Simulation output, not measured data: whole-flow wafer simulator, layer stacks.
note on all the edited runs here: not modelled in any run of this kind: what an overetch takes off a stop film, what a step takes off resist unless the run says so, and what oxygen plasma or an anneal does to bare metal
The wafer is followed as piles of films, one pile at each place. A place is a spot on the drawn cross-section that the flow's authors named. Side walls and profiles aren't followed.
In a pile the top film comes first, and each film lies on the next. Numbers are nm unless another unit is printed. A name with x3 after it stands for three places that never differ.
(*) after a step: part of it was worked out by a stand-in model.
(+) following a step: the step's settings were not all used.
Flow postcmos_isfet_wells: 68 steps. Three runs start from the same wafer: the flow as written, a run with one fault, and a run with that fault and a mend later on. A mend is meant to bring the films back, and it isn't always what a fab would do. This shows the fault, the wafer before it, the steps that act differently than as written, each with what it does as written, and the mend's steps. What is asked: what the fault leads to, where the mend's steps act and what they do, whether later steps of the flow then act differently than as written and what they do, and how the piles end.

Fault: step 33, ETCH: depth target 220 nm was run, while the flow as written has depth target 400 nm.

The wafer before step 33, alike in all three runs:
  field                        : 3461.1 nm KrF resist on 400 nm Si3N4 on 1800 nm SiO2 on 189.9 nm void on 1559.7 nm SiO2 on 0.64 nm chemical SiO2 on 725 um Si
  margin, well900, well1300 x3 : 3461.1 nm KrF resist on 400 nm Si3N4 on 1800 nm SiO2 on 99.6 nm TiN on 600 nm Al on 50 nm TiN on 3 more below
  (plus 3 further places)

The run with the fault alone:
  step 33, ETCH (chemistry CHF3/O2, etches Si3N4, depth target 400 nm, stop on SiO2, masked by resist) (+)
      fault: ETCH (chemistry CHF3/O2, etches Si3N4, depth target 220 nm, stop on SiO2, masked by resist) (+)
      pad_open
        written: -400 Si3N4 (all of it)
        fault: -220 Si3N4
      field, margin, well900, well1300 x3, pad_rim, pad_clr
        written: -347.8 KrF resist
        fault: -191.3 KrF resist
  Steps further on in the flow that do not act as written (4 more steps, not shown, differ only slightly: by at most 2% or 0.5 nm, whichever is larger):
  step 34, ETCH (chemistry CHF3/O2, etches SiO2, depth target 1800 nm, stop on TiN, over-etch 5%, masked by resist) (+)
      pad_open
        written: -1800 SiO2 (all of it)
        fault: -180 Si3N4 (all of it), -1611 SiO2
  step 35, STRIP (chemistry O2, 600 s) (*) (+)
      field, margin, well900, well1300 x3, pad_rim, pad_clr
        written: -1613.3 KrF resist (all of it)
        fault: -1769.8 KrF resist (all of it)
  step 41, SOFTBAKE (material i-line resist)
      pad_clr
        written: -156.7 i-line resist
        fault: -137.9 i-line resist
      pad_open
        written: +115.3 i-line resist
        fault: +106.9 i-line resist
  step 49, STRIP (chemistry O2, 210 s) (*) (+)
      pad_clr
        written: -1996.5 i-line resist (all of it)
        fault: -2074.3 i-line resist (all of it)
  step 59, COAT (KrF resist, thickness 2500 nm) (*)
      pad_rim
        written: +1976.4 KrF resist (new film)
        fault: +2019.4 KrF resist (new film)
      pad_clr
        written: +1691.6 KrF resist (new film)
        fault: +1755.1 KrF resist (new film)
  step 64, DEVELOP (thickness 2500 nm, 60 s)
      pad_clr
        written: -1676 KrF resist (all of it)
        fault: -1739.3 KrF resist (all of it)
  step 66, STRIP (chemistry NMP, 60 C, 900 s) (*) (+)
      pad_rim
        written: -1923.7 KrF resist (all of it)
        fault: -1966.3 KrF resist (all of it)
  The piles end different from the flow's at pad_open by more than 2% or 0.5 nm, whichever is larger.
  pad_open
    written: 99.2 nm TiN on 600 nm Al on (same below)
    fault: 189 nm SiO2 on 99.6 nm TiN on 600 nm Al on (same below)

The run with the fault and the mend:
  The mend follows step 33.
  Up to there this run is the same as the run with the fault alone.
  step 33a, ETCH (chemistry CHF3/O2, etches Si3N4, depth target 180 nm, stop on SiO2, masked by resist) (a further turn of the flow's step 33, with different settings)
      field, margin, well900, well1300 x3, pad_rim, pad_clr
        -156.5 KrF resist
      pad_open
        -180 Si3N4 (all of it)
  Every later step of the flow that is run acts as written at every place that is followed.
  The piles end the same as the flow's at every place that both follow.
